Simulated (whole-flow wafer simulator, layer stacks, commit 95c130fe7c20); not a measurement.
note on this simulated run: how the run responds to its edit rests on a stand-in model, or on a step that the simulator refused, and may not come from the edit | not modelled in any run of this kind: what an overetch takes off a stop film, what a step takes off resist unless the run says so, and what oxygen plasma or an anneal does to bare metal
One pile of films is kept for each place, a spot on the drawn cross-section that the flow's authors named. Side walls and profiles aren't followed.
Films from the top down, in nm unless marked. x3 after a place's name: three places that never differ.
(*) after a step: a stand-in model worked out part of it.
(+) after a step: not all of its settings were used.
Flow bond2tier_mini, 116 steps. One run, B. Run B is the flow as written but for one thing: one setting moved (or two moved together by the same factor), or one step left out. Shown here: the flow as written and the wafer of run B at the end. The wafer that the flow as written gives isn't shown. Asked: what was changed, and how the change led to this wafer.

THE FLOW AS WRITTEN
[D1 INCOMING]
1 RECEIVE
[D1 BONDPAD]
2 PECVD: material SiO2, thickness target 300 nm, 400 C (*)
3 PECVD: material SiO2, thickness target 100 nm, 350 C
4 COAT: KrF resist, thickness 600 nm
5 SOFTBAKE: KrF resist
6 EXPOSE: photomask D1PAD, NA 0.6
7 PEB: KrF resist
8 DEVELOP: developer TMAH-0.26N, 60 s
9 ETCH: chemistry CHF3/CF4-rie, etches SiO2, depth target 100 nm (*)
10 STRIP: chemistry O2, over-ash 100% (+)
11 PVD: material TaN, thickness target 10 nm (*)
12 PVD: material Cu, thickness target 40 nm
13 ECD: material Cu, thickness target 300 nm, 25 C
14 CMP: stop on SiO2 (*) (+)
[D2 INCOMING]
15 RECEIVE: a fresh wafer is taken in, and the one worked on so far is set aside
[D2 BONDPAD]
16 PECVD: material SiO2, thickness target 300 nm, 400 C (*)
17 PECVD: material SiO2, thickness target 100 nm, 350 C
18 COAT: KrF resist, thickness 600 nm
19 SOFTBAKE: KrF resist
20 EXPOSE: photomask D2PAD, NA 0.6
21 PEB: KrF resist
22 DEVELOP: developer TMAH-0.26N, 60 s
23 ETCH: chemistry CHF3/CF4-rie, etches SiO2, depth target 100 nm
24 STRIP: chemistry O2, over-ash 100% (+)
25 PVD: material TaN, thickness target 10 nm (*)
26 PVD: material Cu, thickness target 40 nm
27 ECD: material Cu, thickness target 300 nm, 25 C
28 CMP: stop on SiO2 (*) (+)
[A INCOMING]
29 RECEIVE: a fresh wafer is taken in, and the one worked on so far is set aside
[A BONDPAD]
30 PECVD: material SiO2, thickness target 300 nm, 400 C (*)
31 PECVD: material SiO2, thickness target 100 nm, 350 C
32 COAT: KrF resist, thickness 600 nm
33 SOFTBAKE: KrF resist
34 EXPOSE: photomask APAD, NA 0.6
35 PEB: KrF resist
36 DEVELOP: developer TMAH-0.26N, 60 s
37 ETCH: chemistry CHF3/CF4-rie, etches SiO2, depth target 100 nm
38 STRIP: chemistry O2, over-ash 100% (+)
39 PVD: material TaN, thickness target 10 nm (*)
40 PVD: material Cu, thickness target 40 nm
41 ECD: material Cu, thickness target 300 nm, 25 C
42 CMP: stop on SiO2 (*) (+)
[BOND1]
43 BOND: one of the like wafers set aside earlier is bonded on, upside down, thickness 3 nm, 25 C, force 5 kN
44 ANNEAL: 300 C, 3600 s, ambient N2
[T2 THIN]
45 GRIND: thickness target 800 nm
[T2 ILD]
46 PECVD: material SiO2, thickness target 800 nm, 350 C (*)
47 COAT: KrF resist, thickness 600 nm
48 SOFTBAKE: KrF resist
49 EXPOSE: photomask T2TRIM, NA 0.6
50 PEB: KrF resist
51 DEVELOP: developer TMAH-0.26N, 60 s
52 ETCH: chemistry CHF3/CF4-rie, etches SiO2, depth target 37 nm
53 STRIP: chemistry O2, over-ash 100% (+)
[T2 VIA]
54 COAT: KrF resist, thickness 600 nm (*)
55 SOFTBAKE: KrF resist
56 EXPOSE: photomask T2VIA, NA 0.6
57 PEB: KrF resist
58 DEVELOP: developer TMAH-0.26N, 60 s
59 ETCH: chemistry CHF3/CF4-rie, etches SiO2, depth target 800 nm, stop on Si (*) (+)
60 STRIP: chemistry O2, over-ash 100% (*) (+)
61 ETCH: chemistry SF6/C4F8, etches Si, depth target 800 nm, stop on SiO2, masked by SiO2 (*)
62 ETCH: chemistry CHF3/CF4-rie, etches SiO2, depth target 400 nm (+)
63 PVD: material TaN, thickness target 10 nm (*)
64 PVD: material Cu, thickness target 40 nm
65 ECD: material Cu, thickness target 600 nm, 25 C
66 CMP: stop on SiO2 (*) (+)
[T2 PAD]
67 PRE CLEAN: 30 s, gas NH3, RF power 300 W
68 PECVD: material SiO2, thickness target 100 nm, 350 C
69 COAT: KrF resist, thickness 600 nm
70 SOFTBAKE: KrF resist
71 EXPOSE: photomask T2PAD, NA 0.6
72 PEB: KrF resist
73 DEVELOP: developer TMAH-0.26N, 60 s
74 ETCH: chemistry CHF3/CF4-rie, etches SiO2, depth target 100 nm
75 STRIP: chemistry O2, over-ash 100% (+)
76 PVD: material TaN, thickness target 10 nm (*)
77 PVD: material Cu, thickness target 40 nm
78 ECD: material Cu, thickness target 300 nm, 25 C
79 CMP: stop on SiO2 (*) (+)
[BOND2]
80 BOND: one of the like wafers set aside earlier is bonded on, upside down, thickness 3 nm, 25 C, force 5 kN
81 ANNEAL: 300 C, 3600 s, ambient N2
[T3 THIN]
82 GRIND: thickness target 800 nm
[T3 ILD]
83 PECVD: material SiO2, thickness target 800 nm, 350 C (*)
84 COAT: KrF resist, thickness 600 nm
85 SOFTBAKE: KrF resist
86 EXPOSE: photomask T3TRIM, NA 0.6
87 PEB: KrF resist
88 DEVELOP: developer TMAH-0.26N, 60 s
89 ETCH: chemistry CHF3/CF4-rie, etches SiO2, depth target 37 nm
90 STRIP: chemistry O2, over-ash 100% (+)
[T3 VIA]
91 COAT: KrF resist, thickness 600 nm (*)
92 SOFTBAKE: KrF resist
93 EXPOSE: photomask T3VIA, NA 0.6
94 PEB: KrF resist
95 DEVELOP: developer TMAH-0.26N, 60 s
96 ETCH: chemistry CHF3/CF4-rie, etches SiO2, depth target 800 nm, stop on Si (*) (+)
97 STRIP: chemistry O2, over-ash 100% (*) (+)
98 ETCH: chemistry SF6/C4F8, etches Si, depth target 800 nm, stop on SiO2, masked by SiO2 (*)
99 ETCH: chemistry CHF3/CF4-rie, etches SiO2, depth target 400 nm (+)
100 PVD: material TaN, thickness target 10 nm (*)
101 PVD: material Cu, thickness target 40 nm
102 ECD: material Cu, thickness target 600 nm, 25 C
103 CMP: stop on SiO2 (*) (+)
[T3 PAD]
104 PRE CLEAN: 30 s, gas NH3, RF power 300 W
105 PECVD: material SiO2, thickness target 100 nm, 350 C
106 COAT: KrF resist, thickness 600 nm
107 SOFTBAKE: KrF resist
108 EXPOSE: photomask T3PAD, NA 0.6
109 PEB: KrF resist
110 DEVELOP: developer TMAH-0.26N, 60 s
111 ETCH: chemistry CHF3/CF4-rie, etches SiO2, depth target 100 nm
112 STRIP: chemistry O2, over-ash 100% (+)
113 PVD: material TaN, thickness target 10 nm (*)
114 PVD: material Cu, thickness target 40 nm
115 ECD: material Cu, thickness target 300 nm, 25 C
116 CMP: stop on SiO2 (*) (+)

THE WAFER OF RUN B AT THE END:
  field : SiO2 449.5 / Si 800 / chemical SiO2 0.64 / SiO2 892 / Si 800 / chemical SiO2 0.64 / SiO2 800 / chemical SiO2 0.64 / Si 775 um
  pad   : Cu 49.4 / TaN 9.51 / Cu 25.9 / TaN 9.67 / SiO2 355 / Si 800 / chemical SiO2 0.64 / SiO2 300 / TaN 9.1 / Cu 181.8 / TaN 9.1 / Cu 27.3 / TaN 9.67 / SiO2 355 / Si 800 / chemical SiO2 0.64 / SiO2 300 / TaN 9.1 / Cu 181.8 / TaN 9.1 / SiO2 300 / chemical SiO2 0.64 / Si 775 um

The cause: step 105, PECVD: thickness target 57.5 nm was run, where the flow has thickness target 100 nm.

How the change led to this, step by step:
  105 PECVD: material SiO2, thickness target 100 nm, 350 C
      field: SiO2 +57.5 (as written it would be: SiO2 +100)
      pad: SiO2 +57.5 (new film) (as written it would be: SiO2 +100 (new film))
  111 ETCH: chemistry CHF3/CF4-rie, etches SiO2, depth target 100 nm
      pad: SiO2 -57.5 (all of it), Cu -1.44 (as written it would be: SiO2 -100 (all of it))
      field: KrF resist -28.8 (as written it would be: KrF resist -33.3)
  114 PVD: material Cu, thickness target 40 nm
      pad: Cu +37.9 (new film) (as written it would be: Cu +36.4 (new film))
  115 ECD: material Cu, thickness target 300 nm, 25 C
      pad: Cu +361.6 (as written it would be: Cu +404.5)
